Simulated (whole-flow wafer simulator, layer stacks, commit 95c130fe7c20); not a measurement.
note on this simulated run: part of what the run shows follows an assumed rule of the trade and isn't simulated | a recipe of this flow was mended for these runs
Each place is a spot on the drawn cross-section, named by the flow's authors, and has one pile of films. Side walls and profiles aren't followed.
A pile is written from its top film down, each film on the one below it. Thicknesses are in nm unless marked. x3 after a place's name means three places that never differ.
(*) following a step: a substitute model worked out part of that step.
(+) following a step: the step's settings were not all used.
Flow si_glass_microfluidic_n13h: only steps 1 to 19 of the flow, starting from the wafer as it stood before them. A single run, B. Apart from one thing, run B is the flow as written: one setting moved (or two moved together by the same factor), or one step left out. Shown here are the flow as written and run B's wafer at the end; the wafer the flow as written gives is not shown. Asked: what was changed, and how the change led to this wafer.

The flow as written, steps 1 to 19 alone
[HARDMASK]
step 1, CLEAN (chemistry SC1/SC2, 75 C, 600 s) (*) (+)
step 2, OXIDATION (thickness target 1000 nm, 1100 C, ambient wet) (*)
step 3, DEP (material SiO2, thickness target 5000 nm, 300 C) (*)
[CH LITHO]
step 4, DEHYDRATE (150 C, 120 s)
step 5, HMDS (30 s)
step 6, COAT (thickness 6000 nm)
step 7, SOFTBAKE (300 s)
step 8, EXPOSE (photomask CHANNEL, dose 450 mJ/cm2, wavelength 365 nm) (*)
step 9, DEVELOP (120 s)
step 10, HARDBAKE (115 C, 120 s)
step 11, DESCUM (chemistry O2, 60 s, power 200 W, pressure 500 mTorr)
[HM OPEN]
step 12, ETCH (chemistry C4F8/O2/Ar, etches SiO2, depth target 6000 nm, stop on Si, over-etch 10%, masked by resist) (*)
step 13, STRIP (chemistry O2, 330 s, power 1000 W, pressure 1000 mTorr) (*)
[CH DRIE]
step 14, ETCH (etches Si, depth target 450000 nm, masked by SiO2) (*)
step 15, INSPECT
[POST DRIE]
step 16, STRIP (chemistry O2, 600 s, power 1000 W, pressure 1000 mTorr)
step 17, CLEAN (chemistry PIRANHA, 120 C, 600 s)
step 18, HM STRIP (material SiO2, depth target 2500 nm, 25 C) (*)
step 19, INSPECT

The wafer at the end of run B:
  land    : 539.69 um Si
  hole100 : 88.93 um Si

The reason: step 2, OXIDATION: thickness target 700 nm was run, though the flow has thickness target 1000 nm.

Step by step, how the change led to this:
  step 2, OXIDATION (thickness target 1000 nm, 1100 C, ambient wet) (*)
      land, hole100: SiO2 gains 700 (new film), chemical SiO2 loses 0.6 (all of it), Si loses 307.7 (in the flow as written it would be: SiO2 gains 1000 (new film), chemical SiO2 loses 0.6 (all of it), Si loses 439.7)
  step 12, ETCH (chemistry C4F8/O2/Ar, etches SiO2, depth target 6000 nm, stop on Si, over-etch 10%, masked by resist) (*)
      land: thick-i-line-resist loses 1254 (in the flow as written it would be: thick-i-line-resist loses 1320)
      hole100: SiO2 loses 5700 (all of it), Si loses 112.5 (in the flow as written it would be: SiO2 loses 6000 (all of it), Si loses 75)
  step 18, HM STRIP (material SiO2, depth target 2500 nm, 25 C) (*)
      land: SiO2 loses 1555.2 (all of it) (in the flow as written it would be: SiO2 loses 1854.4 (all of it))
